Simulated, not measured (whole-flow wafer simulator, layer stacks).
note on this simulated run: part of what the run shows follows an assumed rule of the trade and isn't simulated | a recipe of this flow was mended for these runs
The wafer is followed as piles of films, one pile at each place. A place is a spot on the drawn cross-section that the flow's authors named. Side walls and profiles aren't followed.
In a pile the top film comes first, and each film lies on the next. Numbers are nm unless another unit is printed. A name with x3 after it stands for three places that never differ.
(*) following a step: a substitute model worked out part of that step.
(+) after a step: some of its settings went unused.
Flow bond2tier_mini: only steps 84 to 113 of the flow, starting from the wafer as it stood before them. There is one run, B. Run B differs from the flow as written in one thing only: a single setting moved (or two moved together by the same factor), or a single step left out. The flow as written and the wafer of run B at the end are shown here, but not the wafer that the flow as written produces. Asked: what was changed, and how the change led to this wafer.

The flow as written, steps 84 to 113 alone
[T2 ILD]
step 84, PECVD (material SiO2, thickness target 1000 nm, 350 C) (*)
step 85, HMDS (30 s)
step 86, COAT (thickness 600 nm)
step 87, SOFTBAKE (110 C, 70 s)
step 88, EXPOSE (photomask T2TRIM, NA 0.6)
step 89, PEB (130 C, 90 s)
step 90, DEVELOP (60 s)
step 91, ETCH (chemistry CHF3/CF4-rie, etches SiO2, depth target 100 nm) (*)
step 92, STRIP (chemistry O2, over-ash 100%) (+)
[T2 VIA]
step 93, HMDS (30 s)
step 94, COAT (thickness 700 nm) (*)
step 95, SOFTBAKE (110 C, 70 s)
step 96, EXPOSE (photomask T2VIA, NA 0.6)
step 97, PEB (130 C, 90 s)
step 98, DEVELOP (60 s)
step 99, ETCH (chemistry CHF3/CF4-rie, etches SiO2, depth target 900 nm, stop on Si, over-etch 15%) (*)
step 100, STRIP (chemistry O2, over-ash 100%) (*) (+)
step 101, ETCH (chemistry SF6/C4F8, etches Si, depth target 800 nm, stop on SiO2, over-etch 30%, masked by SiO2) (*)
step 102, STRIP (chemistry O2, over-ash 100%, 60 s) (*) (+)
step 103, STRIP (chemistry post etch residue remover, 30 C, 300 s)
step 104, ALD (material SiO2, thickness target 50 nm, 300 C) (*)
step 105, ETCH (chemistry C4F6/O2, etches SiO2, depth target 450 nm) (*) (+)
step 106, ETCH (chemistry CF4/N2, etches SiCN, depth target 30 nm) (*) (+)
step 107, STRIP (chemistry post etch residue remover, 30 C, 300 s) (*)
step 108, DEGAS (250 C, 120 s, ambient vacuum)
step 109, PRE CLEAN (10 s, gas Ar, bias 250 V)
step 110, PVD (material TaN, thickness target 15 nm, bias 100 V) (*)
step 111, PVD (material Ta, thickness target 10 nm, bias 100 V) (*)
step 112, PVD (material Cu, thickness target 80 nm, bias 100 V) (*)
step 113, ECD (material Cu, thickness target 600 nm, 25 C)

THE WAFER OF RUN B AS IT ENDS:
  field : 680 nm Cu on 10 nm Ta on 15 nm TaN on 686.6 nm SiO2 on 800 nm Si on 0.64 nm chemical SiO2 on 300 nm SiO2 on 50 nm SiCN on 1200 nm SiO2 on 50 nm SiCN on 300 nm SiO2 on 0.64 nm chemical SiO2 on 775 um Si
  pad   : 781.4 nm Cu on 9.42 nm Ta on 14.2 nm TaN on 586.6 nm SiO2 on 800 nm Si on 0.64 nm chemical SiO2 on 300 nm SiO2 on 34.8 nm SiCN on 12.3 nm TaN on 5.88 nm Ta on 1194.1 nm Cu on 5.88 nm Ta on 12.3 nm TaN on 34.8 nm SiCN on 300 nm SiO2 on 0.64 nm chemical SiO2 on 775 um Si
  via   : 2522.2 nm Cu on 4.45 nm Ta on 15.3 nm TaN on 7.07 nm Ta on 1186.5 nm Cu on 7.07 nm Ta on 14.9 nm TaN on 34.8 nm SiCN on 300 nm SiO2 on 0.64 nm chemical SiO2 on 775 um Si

Cause: step 84, PECVD: thickness target 1120 nm was run, while the flow as written has thickness target 1000 nm.

The path from the change to this, step by step:
  step 84, PECVD (material SiO2, thickness target 1000 nm, 350 C) (*)
      field, pad, via: +1120 SiO2 (new film) (it would be, as written: +1000 SiO2 (new film))
  step 99, ETCH (chemistry CHF3/CF4-rie, etches SiO2, depth target 900 nm, stop on Si, over-etch 15%) (*)
      via: -1020 SiO2 (all of it), -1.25 Si (it would be, as written: -900 SiO2 (all of it), -11.2 Si)
  step 112, PVD (material Cu, thickness target 80 nm, bias 100 V) (*)
      via: +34 Cu (new film) (it would be, as written: +35 Cu (new film))
  step 113, ECD (material Cu, thickness target 600 nm, 25 C)
      via: +2488.2 Cu (it would be, as written: +2367 Cu)
